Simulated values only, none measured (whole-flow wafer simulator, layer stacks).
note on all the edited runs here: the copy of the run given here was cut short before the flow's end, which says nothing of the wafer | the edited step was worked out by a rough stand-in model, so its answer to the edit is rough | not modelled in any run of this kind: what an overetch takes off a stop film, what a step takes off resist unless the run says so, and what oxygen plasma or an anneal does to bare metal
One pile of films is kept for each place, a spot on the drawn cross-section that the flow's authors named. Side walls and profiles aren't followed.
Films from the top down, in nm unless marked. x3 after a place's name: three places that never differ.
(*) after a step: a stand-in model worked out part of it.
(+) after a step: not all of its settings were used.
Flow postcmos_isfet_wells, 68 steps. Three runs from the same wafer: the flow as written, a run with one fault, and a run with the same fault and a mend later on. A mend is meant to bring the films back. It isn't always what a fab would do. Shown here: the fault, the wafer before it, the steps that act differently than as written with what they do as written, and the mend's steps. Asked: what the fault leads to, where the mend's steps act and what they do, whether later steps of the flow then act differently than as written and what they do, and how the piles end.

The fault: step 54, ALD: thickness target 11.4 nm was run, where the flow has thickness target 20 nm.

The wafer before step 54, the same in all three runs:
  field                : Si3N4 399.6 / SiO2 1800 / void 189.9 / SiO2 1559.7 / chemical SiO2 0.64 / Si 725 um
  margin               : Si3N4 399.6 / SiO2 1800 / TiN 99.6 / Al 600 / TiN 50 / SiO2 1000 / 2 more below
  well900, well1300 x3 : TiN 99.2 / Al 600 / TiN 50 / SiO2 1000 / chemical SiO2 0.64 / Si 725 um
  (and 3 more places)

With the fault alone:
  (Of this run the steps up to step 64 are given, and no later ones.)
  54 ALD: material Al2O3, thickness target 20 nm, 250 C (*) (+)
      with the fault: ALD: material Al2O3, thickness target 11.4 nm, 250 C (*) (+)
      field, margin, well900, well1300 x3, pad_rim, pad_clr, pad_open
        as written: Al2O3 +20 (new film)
        with the fault: Al2O3 +11.4 (new film)
  No later step of the flow up to step 64 acts differently than as written, at any place that is followed, by more than 2% or 0.5 nm, whichever is larger.
  After step 64 the piles differ from the flow's by more than 2% or 0.5 nm, whichever is larger, at field, margin, pad_rim, pad_clr, pad_open.
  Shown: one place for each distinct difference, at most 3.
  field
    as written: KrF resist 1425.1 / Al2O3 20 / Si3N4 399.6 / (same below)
    with the fault: KrF resist 1404.3 / Al2O3 11.4 / Si3N4 399.6 / (same below)
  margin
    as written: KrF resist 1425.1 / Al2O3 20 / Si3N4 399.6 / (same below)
    with the fault: KrF resist 1404.2 / Al2O3 11.4 / Si3N4 399.6 / (same below)
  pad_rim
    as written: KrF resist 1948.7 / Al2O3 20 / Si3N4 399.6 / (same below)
    with the fault: KrF resist 1947.8 / Al2O3 11.4 / Si3N4 399.6 / (same below)

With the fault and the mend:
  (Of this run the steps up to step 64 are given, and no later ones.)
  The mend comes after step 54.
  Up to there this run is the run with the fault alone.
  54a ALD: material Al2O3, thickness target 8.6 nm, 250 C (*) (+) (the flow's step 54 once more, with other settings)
      field, margin, well900, well1300 x3, pad_rim, pad_clr, pad_open
        Al2O3 +8.6
  No later step of the flow up to step 64 acts differently than as written at any place that is followed.
  After step 64 the piles are the same as the flow's at every place that both follow.
